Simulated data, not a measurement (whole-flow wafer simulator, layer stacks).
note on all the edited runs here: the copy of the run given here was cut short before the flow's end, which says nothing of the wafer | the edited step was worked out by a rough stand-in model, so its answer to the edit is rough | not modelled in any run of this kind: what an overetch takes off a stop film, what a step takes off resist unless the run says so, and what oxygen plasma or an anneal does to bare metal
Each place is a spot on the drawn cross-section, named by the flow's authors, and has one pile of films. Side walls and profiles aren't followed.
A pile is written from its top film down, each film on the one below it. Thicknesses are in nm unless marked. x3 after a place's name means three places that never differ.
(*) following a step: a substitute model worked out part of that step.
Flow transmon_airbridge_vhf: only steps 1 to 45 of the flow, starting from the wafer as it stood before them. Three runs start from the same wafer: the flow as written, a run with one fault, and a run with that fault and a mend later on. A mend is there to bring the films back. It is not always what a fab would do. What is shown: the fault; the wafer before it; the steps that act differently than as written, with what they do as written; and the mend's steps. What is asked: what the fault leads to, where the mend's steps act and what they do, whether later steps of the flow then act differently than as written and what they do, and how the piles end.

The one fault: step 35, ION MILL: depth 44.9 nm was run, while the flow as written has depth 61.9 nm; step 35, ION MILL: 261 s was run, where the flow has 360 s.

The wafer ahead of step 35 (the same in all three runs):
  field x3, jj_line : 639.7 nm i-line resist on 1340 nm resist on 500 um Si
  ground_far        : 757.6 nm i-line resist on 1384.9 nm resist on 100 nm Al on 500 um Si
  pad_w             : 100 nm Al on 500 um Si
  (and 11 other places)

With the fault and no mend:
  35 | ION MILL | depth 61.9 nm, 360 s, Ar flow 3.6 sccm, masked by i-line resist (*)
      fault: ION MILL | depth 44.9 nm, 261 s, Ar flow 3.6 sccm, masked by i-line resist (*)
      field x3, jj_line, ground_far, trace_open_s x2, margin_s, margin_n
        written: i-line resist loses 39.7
        fault: i-line resist loses 28.8
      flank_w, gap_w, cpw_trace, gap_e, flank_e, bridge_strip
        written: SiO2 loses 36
        fault: SiO2 loses 26.1
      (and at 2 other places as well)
  Steps later in the flow that act otherwise than as written (3 other steps are not shown; they differ only slightly, by no more than 2% or 0.5 nm, whichever is larger):
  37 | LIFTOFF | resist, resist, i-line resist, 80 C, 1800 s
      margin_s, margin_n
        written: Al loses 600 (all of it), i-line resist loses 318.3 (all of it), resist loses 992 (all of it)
        fault: Al loses 600 (all of it), i-line resist loses 329.2 (all of it), resist loses 992 (all of it)
  The piles end different from the flow's at pad_w, pad_e by more than 2% or 0.5 nm, whichever is larger.
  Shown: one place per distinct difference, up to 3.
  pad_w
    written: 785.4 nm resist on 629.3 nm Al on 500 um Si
    fault: 782.6 nm resist on 646.4 nm Al on 500 um Si

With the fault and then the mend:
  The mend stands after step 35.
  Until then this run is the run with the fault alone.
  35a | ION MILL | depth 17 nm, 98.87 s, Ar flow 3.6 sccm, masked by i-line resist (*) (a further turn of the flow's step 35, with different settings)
      field x3, jj_line, ground_far, trace_open_s x2, margin_s, margin_n
        i-line resist loses 10.9
      flank_w, gap_w, cpw_trace, gap_e, flank_e, bridge_strip
        SiO2 loses 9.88
      pad_w, pad_e
        Al loses 17
  Every later step of the flow that is run acts as written at every place that is followed.
  The piles end only slightly different from the flow's at the places that both follow, by no more than 2% or 0.5 nm, whichever is larger.
